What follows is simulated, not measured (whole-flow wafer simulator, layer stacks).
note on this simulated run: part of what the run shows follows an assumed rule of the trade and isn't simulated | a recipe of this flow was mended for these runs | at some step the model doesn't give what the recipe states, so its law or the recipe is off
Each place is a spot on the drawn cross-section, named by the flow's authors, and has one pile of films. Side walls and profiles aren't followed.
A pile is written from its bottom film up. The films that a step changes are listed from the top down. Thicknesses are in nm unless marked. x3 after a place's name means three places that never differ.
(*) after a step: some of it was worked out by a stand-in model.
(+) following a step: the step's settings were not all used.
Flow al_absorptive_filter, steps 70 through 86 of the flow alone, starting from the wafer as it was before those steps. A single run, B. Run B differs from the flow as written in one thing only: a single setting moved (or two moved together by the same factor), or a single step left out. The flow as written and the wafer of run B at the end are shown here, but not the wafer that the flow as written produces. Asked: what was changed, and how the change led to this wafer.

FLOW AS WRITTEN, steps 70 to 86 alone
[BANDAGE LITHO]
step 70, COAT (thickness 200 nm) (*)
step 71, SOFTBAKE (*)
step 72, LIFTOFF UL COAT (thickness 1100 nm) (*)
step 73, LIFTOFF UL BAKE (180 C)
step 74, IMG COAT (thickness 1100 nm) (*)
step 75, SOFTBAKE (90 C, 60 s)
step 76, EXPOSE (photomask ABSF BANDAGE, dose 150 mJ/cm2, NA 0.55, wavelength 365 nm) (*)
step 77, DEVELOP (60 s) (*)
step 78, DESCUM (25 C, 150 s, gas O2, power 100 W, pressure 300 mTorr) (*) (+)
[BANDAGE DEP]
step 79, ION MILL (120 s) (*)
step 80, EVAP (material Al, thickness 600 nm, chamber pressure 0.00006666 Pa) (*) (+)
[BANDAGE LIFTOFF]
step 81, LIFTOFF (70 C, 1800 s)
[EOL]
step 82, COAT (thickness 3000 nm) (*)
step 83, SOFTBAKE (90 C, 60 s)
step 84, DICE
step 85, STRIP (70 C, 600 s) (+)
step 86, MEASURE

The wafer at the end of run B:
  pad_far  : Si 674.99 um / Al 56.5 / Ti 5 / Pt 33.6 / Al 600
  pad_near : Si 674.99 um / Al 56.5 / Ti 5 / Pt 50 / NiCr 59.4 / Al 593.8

What caused this: step 74, IMG COAT: thickness 1232 nm was run, while the flow as written has thickness 1100 nm; step 79, ION MILL: 134 s was run, where the flow has 120 s.

How this came from the change, step by step:
  step 74, IMG COAT (thickness 1100 nm) (*)
      xa_field, xl_land, idc_field: +1232 i-line-resist (new film) (it would be, as written: +1100 i-line-resist (new film))
      idc_line, idc_space: +1231.7 i-line-resist (new film) (it would be, as written: +1099.7 i-line-resist (new film))
      (also at 9 further places)
  step 75, SOFTBAKE (90 C, 60 s)
      xa_margin: -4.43 i-line-resist (it would be, as written: -3.13 i-line-resist)
      xa_strip: -7.75 i-line-resist (it would be, as written: -4.64 i-line-resist)
      (also at 1 further place)
  step 77, DEVELOP (60 s) (*)
      pad_far: -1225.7 i-line-resist (all of it), -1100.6 lift-off-underlayer (all of it) (it would be, as written: -1093.9 i-line-resist (all of it), -1100.6 lift-off-underlayer (all of it))
      pad_near: -1217.4 i-line-resist (all of it), -1058.2 lift-off-underlayer (all of it) (it would be, as written: -1085.7 i-line-resist (all of it), -1058.2 lift-off-underlayer (all of it))
  step 79, ION MILL (120 s) (*)
      gnd, ledge, res and 9 more: -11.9 i-line-resist (it would be, as written: -10.7 i-line-resist)
      pad_far: -16.4 Pt (it would be, as written: -14.7 Pt)
      (also at 1 further place)
  step 81, LIFTOFF (70 C, 1800 s)
      xa_field, xl_land, idc_field: -600 Al (all of it), -1097.1 i-line-resist (all of it), -1100 lift-off-underlayer (all of it), -200 acrylic-e-beam-resist (all of it) (it would be, as written: -600 Al (all of it), -966.4 i-line-resist (all of it), -1100 lift-off-underlayer (all of it), -200 acrylic-e-beam-resist (all of it))
      gnd: -600 Al (all of it), -1099.1 i-line-resist (all of it), -1103.3 lift-off-underlayer (all of it), -200.9 acrylic-e-beam-resist (all of it) (it would be, as written: -600 Al (all of it), -968.3 i-line-resist (all of it), -1103.3 lift-off-underlayer (all of it), -200.9 acrylic-e-beam-resist (all of it))
      (also at 8 further places)
